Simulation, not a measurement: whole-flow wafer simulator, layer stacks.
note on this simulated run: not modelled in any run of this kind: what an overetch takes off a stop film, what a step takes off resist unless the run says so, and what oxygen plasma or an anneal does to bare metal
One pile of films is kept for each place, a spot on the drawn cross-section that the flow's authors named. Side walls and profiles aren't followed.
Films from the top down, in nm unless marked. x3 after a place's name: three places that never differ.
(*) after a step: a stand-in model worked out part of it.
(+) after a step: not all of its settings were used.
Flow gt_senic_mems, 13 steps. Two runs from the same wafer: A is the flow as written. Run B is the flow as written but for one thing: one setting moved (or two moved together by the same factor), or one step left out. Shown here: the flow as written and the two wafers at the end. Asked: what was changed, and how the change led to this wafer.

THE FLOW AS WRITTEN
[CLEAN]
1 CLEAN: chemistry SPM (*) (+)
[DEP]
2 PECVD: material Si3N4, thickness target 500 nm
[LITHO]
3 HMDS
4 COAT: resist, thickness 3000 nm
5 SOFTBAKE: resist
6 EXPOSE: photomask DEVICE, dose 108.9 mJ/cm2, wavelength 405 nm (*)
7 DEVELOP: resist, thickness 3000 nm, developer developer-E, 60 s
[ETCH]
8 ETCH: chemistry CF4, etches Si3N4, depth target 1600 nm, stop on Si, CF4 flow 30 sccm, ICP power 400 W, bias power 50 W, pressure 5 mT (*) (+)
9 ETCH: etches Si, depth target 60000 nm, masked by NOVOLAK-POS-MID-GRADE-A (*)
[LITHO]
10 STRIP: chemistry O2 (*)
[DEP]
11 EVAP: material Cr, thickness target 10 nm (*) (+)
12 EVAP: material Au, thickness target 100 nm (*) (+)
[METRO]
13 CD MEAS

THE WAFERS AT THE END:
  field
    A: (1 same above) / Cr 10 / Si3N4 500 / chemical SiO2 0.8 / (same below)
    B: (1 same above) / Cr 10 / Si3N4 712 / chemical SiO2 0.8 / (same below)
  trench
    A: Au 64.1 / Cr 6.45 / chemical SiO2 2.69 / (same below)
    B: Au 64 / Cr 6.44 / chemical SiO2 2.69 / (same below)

The cause: step 2, PECVD: thickness target 712 nm was run, where the flow has thickness target 500 nm.
It can be read off the wafer: field has Si3N4 712, and step 2 as written asks for 500 nm.

How the change led to this, step by step:
  2 PECVD: material Si3N4, thickness target 500 nm
      field, trench: A Si3N4 +500 (new film) | B Si3N4 +712 (new film)
  8 ETCH: chemistry CF4, etches Si3N4, depth target 1600 nm, stop on Si, CF4 flow 30 sccm, ICP power 400 W, bias power 50 W, pressure 5 mT (*) (+)
      field: A resist -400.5 | B resist -541.9
      trench: A Si3N4 -500 (all of it), chemical SiO2 -0.8 (all of it) | B Si3N4 -712 (all of it), chemical SiO2 -0.8 (all of it)
  10 STRIP: chemistry O2 (*)
      field: A resist -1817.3 (all of it) | B resist -1676 (all of it)
